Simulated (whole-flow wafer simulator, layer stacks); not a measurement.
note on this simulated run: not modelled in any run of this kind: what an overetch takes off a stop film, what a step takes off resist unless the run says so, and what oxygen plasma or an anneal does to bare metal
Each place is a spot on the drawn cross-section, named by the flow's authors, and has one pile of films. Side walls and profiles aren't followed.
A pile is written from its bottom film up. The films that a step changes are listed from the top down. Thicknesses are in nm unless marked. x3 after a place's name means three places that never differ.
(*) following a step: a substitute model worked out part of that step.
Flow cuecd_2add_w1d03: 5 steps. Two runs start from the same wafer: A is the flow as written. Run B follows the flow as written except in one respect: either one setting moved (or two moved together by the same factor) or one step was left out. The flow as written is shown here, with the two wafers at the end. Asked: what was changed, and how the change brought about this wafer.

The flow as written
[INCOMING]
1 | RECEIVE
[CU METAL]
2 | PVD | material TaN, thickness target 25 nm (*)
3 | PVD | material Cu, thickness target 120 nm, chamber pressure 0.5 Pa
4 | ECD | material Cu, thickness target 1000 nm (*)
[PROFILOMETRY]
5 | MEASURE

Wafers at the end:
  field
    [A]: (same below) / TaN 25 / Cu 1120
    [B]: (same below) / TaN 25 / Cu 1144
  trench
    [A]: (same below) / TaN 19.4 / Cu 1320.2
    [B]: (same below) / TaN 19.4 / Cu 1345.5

What caused this: step 3, PVD: thickness target 144 nm was run, though the flow has thickness target 120 nm.

The path from the change to this, step by step:
  3 | PVD | material Cu, thickness target 120 nm, chamber pressure 0.5 Pa
      field: A Cu gains 120 (new film) | B Cu gains 144 (new film)
      trench: A Cu gains 93.4 (new film) | B Cu gains 112.1 (new film)
